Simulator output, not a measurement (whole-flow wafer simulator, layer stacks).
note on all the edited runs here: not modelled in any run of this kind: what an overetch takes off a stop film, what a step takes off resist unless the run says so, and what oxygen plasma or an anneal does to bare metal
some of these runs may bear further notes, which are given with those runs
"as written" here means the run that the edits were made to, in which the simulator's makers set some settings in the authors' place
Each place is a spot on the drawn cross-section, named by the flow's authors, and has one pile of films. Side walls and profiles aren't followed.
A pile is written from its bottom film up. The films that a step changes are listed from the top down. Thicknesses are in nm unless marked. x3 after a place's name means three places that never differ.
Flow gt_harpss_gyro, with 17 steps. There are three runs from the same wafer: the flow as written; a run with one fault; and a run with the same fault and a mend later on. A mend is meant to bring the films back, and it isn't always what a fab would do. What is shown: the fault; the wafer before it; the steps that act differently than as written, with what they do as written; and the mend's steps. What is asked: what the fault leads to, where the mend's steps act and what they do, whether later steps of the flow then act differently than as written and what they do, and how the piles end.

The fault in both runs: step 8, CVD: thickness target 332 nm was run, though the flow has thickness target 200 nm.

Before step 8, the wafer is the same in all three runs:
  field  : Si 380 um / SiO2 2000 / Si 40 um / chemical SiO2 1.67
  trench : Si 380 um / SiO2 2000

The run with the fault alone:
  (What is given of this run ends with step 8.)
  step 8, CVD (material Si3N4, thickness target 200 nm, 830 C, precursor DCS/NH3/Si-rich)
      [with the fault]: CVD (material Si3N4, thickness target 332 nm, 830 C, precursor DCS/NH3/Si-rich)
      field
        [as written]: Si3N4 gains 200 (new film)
        [with the fault]: Si3N4 gains 332 (new film)
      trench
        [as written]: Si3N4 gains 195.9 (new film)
        [with the fault]: Si3N4 gains 324.2 (new film)
  After step 8, at field, trench, the piles differ from the flow's by more than 2% or 0.5 nm, whichever is larger.
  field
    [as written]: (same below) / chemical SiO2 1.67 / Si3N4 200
    [with the fault]: (same below) / chemical SiO2 1.67 / Si3N4 332
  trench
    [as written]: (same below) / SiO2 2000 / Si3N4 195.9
    [with the fault]: (same below) / SiO2 2000 / Si3N4 324.2

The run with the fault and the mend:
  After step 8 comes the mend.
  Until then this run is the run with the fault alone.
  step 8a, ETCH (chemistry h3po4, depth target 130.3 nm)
      field, trench
        Si3N4 loses 130.3
  Every later step of the flow that is run acts as written at every place that is followed.
  The piles end only slightly different from the flow's at the places that both follow, by no more than 2% or 0.5 nm, whichever is larger.
